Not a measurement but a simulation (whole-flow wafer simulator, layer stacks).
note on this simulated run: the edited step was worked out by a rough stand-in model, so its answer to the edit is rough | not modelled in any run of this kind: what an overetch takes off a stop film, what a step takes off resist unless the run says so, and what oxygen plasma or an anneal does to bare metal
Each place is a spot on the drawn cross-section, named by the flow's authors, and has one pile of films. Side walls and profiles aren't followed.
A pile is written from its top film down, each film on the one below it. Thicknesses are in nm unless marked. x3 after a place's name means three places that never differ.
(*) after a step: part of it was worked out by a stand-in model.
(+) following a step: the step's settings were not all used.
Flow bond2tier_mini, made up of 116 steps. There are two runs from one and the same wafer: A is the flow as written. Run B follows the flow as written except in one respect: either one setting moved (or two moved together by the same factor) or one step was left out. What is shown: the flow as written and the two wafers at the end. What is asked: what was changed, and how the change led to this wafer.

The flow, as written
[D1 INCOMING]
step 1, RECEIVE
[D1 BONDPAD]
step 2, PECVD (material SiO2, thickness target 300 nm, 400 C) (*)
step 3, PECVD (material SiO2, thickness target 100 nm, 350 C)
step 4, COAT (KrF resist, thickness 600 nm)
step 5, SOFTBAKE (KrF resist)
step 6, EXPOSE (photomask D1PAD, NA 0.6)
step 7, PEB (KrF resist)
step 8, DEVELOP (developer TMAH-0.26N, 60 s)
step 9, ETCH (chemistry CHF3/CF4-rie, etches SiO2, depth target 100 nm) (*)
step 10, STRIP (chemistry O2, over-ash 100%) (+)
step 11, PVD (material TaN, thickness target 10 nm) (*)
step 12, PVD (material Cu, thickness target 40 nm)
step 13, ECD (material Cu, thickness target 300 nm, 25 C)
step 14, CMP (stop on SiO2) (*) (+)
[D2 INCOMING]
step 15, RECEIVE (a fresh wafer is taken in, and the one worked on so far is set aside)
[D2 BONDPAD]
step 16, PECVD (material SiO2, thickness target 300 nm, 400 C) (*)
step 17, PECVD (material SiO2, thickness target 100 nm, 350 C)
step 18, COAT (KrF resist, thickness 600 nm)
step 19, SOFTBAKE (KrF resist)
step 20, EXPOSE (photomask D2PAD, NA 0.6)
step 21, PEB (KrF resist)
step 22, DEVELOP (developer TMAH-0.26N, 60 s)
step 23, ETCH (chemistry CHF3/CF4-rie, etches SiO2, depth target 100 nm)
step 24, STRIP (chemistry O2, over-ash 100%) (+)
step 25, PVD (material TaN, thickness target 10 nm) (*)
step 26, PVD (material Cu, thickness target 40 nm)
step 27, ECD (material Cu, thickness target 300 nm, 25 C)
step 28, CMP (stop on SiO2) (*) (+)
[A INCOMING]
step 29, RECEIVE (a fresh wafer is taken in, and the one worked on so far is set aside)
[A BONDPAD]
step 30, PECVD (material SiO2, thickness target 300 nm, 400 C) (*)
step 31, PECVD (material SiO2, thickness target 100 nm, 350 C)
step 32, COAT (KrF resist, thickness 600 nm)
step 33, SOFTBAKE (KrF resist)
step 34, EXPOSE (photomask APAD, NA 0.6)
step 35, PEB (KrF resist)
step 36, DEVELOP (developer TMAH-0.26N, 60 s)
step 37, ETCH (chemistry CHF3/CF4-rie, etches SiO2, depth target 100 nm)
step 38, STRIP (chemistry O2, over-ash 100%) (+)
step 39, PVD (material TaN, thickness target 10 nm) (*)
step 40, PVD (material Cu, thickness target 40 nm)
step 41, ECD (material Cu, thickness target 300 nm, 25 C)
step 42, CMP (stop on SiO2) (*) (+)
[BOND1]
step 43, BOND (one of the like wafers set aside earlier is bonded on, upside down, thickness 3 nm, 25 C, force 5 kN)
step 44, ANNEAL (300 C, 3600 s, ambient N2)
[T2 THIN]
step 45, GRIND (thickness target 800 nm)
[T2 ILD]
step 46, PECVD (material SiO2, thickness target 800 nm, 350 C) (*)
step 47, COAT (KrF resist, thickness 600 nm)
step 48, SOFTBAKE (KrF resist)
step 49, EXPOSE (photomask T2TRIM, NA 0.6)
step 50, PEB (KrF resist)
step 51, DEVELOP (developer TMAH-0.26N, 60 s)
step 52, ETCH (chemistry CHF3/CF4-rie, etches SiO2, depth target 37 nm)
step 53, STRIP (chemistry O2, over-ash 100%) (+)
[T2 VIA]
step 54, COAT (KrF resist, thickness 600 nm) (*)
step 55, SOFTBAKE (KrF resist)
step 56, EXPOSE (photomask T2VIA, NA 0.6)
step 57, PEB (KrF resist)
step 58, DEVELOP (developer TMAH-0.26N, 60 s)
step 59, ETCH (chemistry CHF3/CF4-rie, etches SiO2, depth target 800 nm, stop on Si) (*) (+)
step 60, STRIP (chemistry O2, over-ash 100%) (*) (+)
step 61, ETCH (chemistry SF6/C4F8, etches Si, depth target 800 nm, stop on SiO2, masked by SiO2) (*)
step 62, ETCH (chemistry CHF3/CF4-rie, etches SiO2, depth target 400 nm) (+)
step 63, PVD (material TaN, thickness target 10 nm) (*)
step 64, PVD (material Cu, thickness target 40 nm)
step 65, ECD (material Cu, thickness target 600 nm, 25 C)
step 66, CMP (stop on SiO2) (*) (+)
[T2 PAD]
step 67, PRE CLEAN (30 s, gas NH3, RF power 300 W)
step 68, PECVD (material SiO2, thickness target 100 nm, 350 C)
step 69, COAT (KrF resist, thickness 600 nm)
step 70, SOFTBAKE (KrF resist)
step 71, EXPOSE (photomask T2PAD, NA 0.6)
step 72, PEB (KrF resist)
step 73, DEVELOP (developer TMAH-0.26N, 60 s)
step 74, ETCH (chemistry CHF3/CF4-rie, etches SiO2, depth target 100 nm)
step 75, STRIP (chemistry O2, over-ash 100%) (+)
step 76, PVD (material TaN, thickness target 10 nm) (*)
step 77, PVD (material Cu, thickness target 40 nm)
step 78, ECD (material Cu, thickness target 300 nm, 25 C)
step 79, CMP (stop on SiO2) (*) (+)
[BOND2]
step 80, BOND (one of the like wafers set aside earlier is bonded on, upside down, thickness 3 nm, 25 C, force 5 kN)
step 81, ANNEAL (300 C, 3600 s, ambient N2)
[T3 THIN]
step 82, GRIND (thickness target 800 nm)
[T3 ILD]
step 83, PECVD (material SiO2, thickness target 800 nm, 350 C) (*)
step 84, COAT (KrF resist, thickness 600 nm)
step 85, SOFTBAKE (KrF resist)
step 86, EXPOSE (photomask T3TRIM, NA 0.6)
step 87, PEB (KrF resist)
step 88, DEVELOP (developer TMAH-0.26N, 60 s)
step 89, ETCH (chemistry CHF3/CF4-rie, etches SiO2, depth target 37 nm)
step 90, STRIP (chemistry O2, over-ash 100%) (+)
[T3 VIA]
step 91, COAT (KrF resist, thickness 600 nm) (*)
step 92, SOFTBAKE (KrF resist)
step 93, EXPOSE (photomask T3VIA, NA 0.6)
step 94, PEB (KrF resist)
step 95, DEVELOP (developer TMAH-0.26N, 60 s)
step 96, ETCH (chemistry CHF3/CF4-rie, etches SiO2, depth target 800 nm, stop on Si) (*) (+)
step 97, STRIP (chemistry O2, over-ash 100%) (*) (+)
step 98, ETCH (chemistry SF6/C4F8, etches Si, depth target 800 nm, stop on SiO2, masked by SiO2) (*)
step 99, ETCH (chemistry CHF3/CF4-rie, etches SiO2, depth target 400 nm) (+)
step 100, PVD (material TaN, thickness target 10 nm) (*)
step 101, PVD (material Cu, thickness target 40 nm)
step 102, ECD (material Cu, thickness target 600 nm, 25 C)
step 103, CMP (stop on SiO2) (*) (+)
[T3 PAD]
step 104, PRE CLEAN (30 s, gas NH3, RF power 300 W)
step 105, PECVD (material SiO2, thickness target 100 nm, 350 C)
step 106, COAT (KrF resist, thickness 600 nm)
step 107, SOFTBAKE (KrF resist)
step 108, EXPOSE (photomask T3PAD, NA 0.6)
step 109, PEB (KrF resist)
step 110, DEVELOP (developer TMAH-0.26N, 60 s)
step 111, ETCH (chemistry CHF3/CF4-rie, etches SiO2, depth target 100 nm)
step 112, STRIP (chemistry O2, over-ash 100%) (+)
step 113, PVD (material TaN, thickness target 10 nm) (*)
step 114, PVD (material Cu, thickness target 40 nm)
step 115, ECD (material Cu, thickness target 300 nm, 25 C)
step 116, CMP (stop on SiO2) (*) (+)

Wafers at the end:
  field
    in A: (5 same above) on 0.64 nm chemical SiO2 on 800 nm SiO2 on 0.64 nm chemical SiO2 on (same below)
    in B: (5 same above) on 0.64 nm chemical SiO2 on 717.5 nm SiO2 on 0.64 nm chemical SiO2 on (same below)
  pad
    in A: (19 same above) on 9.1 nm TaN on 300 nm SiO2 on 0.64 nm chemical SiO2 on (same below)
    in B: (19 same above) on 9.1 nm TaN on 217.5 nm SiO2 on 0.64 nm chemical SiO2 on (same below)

The reason: step 30, PECVD: thickness target 217.5 nm was run, though the flow has thickness target 300 nm.
The wafer itself shows it: pad has SiO2 217.5, and step 30 as written asks for 300 nm.

Step by step, how the change led to this:
  step 30, PECVD (material SiO2, thickness target 300 nm, 400 C) (*)
      field, pad, via: A +300 SiO2 (new film) | B +217.5 SiO2 (new film)
